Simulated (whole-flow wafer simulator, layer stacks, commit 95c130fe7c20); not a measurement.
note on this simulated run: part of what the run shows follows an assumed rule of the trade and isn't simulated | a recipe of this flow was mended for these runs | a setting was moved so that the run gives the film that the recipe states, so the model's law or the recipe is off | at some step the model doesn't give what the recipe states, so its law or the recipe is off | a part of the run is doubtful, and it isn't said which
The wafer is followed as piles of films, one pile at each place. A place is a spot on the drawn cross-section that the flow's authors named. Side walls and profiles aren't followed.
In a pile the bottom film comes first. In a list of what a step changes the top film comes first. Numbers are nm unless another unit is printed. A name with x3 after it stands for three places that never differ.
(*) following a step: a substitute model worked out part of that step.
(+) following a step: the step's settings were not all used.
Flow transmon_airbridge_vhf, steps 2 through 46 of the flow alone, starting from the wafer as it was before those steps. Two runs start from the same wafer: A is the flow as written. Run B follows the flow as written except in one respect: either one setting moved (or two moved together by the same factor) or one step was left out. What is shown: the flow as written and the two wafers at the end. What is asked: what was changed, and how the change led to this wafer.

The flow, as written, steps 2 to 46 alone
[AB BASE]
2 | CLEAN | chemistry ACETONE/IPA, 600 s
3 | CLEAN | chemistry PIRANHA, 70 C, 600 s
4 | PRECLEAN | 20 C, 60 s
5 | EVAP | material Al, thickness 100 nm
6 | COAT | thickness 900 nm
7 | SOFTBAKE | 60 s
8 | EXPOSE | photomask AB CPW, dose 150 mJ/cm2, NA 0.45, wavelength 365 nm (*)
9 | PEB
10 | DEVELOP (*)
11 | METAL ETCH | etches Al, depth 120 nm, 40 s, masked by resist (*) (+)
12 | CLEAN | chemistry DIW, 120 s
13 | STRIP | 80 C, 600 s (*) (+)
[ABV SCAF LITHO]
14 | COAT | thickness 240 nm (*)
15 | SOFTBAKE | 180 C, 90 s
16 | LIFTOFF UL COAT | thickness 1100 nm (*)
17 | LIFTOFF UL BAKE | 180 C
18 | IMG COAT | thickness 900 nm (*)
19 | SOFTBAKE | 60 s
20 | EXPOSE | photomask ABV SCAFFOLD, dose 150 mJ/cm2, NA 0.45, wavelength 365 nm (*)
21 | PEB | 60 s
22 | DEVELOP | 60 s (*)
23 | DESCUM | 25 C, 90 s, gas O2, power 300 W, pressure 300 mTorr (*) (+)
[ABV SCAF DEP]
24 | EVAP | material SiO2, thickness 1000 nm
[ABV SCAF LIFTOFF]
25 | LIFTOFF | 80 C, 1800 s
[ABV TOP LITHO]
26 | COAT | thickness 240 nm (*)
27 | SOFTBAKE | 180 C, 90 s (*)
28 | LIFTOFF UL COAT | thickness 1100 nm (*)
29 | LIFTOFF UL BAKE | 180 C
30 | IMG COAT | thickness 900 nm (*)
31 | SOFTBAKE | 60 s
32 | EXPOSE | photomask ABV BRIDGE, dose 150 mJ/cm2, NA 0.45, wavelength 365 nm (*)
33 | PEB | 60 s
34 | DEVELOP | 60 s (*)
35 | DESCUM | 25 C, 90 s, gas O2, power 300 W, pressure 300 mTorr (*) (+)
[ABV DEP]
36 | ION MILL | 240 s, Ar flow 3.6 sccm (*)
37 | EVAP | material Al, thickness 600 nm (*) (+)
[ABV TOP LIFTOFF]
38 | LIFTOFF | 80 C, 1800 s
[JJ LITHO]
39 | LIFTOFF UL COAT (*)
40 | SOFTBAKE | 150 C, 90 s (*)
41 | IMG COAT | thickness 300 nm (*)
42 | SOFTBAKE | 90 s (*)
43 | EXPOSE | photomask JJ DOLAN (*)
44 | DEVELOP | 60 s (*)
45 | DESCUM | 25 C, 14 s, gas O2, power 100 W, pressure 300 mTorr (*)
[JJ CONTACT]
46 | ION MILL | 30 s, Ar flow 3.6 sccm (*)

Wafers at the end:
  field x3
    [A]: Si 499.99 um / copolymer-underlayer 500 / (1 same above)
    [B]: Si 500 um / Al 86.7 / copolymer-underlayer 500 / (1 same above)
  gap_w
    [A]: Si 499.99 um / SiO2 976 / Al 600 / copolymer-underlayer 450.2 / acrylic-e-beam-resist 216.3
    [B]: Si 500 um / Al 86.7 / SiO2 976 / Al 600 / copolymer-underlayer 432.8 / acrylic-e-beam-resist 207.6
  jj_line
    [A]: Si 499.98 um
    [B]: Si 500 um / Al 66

What caused this: step 11, METAL ETCH: etches Al, depth 120 nm, 40 s, masked by resist (*) (+), was skipped.

Step by step, how the change led to this:
  13 | STRIP | 80 C, 600 s (*) (+)
      ground_far, pad_w, flank_w and 8 more: A i-line-resist loses 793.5 (all of it) | B i-line-resist loses 853.5 (all of it)
  14 | COAT | thickness 240 nm (*)
      flank_w, flank_e: A acrylic-e-beam-resist gains 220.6 (new film) | B acrylic-e-beam-resist gains 237.4 (new film)
      gap_w, gap_e: A acrylic-e-beam-resist gains 252.8 (new film) | B acrylic-e-beam-resist gains 241.7 (new film)
  16 | LIFTOFF UL COAT | thickness 1100 nm (*)
      gap_w, gap_e: A lift-off-underlayer gains 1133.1 (new film) | B lift-off-underlayer gains 1103.9 (new film)
  18 | IMG COAT | thickness 900 nm (*)
      gap_w, gap_e: A i-line-resist gains 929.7 (new film) | B i-line-resist gains 903.5 (new film)
  21 | PEB | 60 s
      gap_w, gap_e: A i-line-resist loses 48 | B i-line-resist loses 46.7
  22 | DEVELOP | 60 s (*)
      gap_w, gap_e: A i-line-resist loses 881.7 (all of it), lift-off-underlayer loses 1133.1 (all of it) | B i-line-resist loses 856.8 (all of it), lift-off-underlayer loses 1103.9 (all of it)
  23 | DESCUM | 25 C, 90 s, gas O2, power 300 W, pressure 300 mTorr (*) (+)
      field x3, jj_line, ground_far, pad_w, pad_e, trace_open_s x2: A i-line-resist loses 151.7 | B i-line-resist loses 145
      flank_w, flank_e: A acrylic-e-beam-resist loses 220.6 (all of it) | B acrylic-e-beam-resist loses 237.4 (all of it)
      (also at 2 further places)
  26 | COAT | thickness 240 nm (*)
      flank_w, flank_e: A acrylic-e-beam-resist gains 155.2 (new film) | B acrylic-e-beam-resist gains 169.7 (new film)
      gap_w, gap_e: A acrylic-e-beam-resist gains 211.2 (new film) | B acrylic-e-beam-resist gains 200.4 (new film)
  28 | LIFTOFF UL COAT | thickness 1100 nm (*)
      gap_w, gap_e: A lift-off-underlayer gains 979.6 (new film) | B lift-off-underlayer gains 952.1 (new film)
      flank_w: A lift-off-underlayer gains 832.3 (new film) | B lift-off-underlayer gains 851.3 (new film)
      (also at 1 further place)
  30 | IMG COAT | thickness 900 nm (*)
      gap_w, gap_e: A i-line-resist gains 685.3 (new film) | B i-line-resist gains 659.7 (new film)
  33 | PEB | 60 s
      gap_w, gap_e: A i-line-resist loses 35 | B i-line-resist loses 33.7
  34 | DEVELOP | 60 s (*)
      gap_w, gap_e: A i-line-resist loses 650.2 (all of it), lift-off-underlayer loses 979.6 (all of it) | B i-line-resist loses 625.9 (all of it), lift-off-underlayer loses 952.1 (all of it)
      flank_w: A i-line-resist loses 716.4 (all of it), lift-off-underlayer loses 832.3 (all of it) | B i-line-resist loses 709.1 (all of it), lift-off-underlayer loses 851.3 (all of it)
      (also at 1 further place)
  35 | DESCUM | 25 C, 90 s, gas O2, power 300 W, pressure 300 mTorr (*) (+)
      flank_w, flank_e: A acrylic-e-beam-resist loses 155.2 (all of it) | B acrylic-e-beam-resist loses 169.7 (all of it)
      gap_w, gap_e: A acrylic-e-beam-resist loses 211.2 (all of it) | B acrylic-e-beam-resist loses 200.4 (all of it)
  39 | LIFTOFF UL COAT (*)
      flank_w, flank_e: A copolymer-underlayer gains 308 (new film) | B copolymer-underlayer gains 319.4 (new film)
      gap_w, gap_e: A copolymer-underlayer gains 450.2 (new film) | B copolymer-underlayer gains 432.8 (new film)
  41 | IMG COAT | thickness 300 nm (*)
      flank_w, flank_e: A acrylic-e-beam-resist gains 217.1 (new film) | B acrylic-e-beam-resist gains 228.8 (new film)
      gap_w, gap_e: A acrylic-e-beam-resist gains 247.8 (new film) | B acrylic-e-beam-resist gains 239.1 (new film)
  46 | ION MILL | 30 s, Ar flow 3.6 sccm (*)
      jj_line: A Si loses 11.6 | B Al loses 20.6
Taking metal films that touch as one body, field x3 has 1 body; the flow as written gives 0 bodies.
Taking metal films that touch as one body, gap_w has 2 bodies (between them, from the top down: SiO2 976); the flow as written gives 1 body.
Taking metal films that touch as one body, jj_line has 1 body; the flow as written gives 0 bodies.
